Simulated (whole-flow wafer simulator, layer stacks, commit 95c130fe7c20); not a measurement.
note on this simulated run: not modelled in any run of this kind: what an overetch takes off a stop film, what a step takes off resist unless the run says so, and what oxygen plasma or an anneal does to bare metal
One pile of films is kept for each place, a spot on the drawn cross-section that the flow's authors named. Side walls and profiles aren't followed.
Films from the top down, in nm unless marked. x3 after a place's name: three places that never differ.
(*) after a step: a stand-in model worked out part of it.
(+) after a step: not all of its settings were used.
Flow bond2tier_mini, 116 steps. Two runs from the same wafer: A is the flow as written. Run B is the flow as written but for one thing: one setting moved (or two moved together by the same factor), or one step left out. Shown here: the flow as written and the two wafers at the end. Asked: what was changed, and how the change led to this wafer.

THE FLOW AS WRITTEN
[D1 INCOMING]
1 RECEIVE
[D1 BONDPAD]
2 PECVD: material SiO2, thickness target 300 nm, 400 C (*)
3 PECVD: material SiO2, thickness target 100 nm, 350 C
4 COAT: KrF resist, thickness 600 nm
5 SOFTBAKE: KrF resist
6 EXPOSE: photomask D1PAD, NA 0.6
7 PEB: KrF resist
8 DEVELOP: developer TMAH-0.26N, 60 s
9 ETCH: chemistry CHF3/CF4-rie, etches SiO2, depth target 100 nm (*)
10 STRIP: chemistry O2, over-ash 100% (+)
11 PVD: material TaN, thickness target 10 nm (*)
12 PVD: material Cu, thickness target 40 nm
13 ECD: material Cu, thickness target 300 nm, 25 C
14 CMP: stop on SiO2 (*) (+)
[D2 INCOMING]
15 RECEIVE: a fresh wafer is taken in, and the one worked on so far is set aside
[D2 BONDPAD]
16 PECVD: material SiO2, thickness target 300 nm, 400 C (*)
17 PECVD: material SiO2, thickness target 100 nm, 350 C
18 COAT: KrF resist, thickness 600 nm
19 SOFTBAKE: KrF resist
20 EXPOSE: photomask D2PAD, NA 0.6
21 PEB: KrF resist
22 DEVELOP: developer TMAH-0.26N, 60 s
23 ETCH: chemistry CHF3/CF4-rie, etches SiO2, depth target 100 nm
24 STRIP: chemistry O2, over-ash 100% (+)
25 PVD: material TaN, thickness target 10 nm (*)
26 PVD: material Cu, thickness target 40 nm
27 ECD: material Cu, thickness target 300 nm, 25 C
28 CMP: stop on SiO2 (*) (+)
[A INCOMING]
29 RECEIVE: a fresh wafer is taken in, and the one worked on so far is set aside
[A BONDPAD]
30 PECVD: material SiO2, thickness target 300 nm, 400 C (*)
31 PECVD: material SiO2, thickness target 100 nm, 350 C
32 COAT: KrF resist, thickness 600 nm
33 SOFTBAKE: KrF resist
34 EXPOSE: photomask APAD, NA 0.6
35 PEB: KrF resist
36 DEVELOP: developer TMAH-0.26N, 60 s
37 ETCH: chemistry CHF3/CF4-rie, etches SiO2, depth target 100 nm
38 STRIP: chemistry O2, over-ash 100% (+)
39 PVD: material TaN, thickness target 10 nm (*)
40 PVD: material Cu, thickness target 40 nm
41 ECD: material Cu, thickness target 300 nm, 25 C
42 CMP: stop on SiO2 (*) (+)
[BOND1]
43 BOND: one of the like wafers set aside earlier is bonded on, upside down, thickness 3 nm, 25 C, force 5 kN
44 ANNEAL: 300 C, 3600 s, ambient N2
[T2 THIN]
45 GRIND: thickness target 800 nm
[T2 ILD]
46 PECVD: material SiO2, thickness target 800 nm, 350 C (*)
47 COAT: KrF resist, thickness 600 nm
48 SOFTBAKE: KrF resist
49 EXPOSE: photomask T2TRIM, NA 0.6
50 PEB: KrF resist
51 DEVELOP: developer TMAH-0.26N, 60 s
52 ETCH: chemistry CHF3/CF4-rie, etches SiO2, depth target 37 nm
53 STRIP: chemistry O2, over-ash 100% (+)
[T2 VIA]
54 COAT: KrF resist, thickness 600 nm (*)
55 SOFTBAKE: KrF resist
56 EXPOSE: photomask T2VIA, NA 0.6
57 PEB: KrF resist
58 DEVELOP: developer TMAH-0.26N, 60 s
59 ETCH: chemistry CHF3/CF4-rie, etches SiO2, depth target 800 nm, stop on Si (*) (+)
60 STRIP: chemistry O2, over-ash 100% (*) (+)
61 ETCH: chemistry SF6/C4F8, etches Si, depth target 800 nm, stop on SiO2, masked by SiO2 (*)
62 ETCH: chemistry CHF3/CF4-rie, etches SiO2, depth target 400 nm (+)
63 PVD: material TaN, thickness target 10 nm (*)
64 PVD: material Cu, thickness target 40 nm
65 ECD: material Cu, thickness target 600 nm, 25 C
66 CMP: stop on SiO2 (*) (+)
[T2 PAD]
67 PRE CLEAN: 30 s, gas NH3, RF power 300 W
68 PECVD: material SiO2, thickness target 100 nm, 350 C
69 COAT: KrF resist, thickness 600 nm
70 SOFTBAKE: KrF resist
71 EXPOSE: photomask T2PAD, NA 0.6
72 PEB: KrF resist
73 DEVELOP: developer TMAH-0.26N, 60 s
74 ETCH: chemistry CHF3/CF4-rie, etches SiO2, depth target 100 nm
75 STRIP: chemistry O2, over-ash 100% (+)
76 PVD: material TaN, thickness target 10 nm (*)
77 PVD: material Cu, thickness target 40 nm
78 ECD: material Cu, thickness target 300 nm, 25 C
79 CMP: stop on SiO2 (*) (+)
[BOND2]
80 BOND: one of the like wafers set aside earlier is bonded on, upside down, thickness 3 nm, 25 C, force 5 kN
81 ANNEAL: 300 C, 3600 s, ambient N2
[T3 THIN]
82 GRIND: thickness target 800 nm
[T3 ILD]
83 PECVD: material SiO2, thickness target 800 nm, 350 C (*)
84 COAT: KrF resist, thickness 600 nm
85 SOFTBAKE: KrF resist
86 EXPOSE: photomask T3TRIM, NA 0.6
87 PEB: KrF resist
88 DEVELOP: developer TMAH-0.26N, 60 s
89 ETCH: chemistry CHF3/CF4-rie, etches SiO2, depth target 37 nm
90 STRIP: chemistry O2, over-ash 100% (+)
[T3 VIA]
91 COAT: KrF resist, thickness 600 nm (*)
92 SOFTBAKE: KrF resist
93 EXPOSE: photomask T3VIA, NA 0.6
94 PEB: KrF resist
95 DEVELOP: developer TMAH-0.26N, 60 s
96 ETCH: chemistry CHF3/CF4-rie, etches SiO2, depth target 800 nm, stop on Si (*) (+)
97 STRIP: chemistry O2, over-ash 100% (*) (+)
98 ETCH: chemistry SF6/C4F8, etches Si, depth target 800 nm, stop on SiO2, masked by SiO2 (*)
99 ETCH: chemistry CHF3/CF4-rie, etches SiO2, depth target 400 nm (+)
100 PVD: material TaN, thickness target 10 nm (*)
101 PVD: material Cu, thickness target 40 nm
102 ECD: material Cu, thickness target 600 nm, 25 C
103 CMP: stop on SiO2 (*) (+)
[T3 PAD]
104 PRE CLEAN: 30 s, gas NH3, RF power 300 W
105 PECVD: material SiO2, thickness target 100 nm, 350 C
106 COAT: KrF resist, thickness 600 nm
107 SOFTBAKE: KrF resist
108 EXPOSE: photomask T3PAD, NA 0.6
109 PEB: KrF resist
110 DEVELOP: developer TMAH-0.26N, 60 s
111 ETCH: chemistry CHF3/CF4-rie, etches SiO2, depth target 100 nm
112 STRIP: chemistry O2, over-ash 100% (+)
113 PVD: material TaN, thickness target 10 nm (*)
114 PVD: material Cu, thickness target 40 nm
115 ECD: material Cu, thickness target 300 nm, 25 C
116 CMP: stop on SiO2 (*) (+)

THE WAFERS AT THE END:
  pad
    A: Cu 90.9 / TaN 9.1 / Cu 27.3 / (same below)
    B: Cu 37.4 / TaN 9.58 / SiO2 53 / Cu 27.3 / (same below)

The cause: step 111, ETCH: depth target 47 nm was run, where the flow has depth target 100 nm.

How the change led to this, step by step:
  111 ETCH: chemistry CHF3/CF4-rie, etches SiO2, depth target 100 nm
      pad: A SiO2 -100 (all of it) | B SiO2 -47
      field: A KrF resist -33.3 | B KrF resist -15.7
  112 STRIP: chemistry O2, over-ash 100% (+)
      field: A KrF resist -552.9 (all of it) | B KrF resist -570.6 (all of it)
  114 PVD: material Cu, thickness target 40 nm
      pad: A Cu +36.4 (new film) | B Cu +38.3 (new film)
  115 ECD: material Cu, thickness target 300 nm, 25 C
      pad: A Cu +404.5 | B Cu +349.1
Counting metal films that touch as one body, pad has 4 bodies (between them, from the top down: SiO2 53; SiO2 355 / Si 800 / chemical SiO2 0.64 / SiO2 300; SiO2 355 / Si 800 / chemical SiO2 0.64 / SiO2 300); the flow as written gives 3 bodies (between them, from the top down: SiO2 355 / Si 800 / chemical SiO2 0.64 / SiO2 300; SiO2 355 / Si 800 / chemical SiO2 0.64 / SiO2 300).
